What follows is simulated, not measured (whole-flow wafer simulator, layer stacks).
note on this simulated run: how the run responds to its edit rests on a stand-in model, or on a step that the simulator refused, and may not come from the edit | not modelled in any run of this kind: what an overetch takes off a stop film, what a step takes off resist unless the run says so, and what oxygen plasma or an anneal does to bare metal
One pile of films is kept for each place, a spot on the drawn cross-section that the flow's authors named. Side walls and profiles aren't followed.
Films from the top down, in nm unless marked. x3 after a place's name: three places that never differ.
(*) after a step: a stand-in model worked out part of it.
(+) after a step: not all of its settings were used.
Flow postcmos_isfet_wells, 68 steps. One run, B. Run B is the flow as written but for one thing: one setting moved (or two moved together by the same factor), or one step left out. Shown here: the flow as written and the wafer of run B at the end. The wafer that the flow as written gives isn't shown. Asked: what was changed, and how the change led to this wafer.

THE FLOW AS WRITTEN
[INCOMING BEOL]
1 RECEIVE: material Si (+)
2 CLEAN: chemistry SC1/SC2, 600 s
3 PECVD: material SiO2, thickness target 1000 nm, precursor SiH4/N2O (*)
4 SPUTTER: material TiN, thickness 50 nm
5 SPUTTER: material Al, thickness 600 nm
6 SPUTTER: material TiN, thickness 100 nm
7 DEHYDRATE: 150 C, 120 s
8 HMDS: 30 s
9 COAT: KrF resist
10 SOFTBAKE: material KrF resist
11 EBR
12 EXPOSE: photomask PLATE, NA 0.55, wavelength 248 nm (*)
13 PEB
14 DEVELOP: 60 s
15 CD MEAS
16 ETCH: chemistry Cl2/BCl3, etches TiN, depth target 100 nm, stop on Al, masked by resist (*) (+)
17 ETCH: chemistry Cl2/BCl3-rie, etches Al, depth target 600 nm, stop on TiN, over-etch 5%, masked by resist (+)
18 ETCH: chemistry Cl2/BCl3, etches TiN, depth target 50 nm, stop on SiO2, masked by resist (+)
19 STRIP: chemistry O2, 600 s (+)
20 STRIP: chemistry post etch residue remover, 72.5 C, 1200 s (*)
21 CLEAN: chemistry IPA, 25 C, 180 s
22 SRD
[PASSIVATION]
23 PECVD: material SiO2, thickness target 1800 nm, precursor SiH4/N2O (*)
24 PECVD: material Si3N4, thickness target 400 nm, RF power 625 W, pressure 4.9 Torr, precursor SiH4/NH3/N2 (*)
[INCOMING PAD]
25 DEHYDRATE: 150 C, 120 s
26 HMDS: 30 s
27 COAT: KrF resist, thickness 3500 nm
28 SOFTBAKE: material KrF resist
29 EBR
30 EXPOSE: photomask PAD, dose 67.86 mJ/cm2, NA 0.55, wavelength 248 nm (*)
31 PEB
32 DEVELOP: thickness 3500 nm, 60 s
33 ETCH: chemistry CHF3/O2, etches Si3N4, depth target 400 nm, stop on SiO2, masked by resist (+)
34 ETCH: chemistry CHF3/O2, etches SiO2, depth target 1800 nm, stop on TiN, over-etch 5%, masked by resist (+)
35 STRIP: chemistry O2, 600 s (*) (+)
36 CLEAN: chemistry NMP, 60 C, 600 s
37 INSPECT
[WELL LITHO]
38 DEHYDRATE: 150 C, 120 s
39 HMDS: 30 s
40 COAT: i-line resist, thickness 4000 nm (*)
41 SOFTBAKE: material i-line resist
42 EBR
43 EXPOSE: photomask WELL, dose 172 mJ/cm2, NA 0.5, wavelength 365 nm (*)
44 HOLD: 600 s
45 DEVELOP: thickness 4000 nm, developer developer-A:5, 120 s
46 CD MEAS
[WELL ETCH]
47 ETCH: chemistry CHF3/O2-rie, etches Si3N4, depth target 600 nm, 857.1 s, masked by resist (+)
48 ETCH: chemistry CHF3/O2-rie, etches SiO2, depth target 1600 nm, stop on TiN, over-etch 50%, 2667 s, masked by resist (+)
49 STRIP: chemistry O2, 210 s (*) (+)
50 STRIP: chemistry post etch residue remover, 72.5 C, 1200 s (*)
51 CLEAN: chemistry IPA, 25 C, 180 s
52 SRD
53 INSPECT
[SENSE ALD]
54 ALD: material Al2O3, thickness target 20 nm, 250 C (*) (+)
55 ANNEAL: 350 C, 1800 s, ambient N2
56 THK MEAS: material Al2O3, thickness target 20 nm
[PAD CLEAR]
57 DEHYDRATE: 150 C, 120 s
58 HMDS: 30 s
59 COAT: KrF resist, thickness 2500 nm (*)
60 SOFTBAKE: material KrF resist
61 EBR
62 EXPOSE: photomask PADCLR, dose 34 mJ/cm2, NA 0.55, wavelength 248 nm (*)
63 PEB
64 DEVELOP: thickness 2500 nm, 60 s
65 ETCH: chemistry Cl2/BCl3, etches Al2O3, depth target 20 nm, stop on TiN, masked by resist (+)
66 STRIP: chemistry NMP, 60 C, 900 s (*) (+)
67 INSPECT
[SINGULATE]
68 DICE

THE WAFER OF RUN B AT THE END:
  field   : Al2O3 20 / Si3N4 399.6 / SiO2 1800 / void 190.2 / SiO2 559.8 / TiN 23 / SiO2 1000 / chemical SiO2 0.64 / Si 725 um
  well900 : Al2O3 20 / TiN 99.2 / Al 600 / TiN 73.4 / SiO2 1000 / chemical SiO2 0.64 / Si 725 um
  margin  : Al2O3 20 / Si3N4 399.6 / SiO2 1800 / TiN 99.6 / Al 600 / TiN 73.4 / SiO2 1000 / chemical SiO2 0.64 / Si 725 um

The cause: step 4, SPUTTER: thickness 73.4 nm was run, where the flow has thickness 50 nm.
It can be read off the wafer: well900 has TiN 73.4, and step 4 as written asks for 50 nm.

How the change led to this, step by step:
  4 SPUTTER: material TiN, thickness 50 nm
      field, margin, well900, well1300 x3, pad_rim, pad_clr, pad_open: TiN +73.4 (new film) (as written it would be: TiN +50 (new film))
  18 ETCH: chemistry Cl2/BCl3, etches TiN, depth target 50 nm, stop on SiO2, masked by resist (+)
      field: TiN -50 (as written it would be: TiN -50 (all of it))
  23 PECVD: material SiO2, thickness target 1800 nm, precursor SiH4/N2O (*)
      field: SiO2 +1800 (new film), void +190.2 (new film), SiO2 +559.8 (new film) (as written it would be: SiO2 +1800 (new film), void +189.9 (new film), SiO2 +559.7)
Counting metal films that touch as one body, field has 1 body; the flow as written gives 0 bodies.
